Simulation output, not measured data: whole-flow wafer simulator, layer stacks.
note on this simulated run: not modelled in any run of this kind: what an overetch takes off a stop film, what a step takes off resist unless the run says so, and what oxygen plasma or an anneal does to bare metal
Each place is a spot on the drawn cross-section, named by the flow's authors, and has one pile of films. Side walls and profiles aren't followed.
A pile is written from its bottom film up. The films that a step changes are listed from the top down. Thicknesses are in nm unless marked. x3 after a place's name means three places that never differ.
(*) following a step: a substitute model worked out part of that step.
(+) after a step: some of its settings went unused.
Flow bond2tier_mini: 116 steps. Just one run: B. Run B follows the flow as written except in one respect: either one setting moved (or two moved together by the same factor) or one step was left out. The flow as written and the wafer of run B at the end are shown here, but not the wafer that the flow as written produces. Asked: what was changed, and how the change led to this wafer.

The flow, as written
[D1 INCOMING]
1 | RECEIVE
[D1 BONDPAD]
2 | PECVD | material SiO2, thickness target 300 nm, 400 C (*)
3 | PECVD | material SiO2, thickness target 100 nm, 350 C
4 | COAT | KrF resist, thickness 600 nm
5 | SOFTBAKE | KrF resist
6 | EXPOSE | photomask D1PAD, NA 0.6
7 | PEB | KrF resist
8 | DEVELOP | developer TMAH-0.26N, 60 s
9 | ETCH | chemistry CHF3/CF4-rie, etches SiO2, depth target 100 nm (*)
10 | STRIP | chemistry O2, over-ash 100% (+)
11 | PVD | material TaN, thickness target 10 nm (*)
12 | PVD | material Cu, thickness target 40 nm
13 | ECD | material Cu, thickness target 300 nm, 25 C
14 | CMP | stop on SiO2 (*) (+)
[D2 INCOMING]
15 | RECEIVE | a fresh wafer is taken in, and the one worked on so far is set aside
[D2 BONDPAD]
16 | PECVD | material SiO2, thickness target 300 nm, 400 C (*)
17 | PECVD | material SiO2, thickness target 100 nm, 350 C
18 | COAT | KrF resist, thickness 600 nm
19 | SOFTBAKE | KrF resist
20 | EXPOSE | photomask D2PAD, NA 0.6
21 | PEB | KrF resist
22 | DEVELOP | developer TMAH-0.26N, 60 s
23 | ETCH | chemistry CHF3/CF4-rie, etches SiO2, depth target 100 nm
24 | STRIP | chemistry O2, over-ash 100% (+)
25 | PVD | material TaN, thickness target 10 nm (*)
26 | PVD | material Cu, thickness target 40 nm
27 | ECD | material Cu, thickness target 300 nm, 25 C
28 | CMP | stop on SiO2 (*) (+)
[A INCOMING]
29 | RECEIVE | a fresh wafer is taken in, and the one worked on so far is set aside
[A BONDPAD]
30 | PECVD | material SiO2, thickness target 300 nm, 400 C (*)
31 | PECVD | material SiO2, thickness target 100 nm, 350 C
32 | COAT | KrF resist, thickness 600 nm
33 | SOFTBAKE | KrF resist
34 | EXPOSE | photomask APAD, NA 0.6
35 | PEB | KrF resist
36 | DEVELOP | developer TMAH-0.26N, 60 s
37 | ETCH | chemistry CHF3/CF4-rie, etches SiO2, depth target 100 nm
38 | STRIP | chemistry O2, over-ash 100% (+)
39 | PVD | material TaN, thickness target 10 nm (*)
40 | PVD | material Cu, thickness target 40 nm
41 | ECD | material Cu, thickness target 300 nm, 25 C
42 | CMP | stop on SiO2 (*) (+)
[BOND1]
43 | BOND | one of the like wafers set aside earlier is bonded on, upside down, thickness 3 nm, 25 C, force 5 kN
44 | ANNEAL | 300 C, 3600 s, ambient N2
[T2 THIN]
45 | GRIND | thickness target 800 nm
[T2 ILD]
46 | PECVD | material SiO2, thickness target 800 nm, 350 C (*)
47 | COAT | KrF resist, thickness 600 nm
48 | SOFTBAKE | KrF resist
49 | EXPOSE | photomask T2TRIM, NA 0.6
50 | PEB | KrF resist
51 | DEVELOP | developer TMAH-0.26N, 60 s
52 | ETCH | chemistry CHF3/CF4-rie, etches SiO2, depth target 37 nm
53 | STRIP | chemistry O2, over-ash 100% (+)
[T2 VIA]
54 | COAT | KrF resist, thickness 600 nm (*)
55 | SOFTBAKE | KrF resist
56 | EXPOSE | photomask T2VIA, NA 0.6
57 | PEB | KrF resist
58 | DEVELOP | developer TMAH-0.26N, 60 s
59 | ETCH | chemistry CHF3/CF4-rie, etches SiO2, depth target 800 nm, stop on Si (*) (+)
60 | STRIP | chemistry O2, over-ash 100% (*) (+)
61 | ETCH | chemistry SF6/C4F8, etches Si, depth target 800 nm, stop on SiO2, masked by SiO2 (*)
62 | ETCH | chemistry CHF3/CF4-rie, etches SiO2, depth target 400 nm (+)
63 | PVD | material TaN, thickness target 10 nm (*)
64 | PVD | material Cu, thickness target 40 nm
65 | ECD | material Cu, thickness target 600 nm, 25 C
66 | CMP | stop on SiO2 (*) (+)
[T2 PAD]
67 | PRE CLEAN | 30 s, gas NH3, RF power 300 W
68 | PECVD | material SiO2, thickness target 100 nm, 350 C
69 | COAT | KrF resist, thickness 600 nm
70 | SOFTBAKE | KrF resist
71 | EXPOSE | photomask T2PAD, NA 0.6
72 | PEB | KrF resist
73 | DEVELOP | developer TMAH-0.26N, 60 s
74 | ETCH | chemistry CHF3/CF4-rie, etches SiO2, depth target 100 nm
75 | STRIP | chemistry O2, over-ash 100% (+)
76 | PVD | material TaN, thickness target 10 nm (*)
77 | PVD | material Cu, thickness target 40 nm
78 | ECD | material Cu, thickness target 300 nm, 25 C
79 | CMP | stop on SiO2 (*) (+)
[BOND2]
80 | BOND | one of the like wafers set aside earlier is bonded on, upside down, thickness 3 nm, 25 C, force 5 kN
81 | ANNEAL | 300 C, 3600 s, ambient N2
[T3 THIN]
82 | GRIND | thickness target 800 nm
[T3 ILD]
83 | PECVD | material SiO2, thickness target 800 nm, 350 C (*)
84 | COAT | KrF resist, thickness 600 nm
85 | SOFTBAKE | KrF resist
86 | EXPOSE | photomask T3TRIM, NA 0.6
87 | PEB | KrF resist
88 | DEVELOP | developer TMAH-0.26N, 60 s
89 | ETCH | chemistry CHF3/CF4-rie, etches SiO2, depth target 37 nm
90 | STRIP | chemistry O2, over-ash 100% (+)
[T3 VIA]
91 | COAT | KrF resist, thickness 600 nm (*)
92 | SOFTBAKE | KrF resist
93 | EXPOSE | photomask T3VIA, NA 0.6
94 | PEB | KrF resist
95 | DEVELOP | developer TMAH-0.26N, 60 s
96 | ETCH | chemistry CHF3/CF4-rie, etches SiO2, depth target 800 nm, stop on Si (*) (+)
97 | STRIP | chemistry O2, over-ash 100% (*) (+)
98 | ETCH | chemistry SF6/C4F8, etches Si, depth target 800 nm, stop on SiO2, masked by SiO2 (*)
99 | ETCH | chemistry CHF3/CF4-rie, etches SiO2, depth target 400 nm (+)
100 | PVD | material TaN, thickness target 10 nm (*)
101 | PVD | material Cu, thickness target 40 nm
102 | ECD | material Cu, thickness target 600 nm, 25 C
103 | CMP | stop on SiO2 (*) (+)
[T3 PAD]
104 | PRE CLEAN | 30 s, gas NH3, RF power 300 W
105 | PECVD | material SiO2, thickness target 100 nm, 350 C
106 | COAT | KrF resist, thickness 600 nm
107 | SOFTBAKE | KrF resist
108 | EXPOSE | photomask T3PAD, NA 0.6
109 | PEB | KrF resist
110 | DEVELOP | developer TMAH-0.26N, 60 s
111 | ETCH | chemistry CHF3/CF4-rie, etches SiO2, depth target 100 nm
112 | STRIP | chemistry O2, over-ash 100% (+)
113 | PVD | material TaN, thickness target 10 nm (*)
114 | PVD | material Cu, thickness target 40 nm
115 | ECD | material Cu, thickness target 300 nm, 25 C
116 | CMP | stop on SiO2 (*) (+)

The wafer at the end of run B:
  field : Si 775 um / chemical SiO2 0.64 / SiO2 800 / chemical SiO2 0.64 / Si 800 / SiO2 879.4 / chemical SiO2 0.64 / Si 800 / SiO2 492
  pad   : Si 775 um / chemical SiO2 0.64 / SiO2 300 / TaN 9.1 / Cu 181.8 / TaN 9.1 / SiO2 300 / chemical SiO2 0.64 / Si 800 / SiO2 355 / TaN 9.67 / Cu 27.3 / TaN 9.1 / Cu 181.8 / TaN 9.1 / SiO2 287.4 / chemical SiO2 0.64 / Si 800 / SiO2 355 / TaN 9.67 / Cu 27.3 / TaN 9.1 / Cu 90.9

What caused this: step 17, PECVD: 402 C was run, though the flow has 350 C.

The path from the change to this, step by step:
  17 | PECVD | material SiO2, thickness target 100 nm, 350 C
      field, pad, via: +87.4 SiO2 (as written it would have been: +100 SiO2)
  80 | BOND | one of the like wafers set aside earlier is bonded on, upside down, thickness 3 nm, 25 C, force 5 kN
      field: +775 um Si (new film), +0.64 chemical SiO2 (new film), +387.4 SiO2 (as written it would have been: +775 um Si (new film), +0.64 chemical SiO2 (new film), +400 SiO2)
      pad: +775 um Si (new film), +0.64 chemical SiO2 (new film), +287.4 SiO2 (new film), +9.1 TaN (new film), +90.9 Cu (as written it would have been: +775 um Si (new film), +0.64 chemical SiO2 (new film), +300 SiO2 (new film), +9.1 TaN (new film), +90.9 Cu)
